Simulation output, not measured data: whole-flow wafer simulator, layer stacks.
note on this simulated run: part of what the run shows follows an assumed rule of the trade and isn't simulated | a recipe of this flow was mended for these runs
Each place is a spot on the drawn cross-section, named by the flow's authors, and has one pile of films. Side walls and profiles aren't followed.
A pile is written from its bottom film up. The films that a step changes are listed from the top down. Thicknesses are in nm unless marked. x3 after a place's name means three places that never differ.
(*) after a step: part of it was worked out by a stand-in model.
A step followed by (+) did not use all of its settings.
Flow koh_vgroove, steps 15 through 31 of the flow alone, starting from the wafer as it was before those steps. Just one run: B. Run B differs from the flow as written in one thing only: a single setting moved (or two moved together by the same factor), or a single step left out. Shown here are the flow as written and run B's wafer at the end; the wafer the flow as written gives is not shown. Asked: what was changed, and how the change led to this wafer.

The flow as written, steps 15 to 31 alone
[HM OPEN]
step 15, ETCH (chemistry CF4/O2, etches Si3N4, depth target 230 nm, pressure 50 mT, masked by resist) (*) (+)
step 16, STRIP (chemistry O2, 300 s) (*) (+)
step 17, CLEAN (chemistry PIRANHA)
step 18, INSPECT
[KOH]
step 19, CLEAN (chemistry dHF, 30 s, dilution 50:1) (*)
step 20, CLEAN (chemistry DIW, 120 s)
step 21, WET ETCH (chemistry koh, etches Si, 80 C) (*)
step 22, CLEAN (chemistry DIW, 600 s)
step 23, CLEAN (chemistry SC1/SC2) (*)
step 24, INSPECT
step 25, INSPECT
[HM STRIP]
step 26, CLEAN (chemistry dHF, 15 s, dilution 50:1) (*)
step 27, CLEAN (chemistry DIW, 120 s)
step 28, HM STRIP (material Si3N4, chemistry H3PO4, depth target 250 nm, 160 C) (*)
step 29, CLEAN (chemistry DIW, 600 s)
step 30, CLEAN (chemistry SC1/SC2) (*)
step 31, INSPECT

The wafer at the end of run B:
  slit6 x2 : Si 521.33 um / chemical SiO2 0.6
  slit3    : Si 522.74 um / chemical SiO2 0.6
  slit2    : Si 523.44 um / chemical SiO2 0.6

The reason: step 19, CLEAN: chemistry dHF, 30 s, dilution 50:1 (*), was skipped.

How this came from the change, step by step:
  step 21, WET ETCH (chemistry koh, etches Si, 80 C) (*)
      slit6 x2: -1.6 chemical SiO2 (all of it), -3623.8 Si (as written it would have been: -3727.8 Si)
      slit3: -1.6 chemical SiO2 (all of it), -2219.4 Si (as written it would have been: -2222.2 Si)
      (as well as at 1 more place)
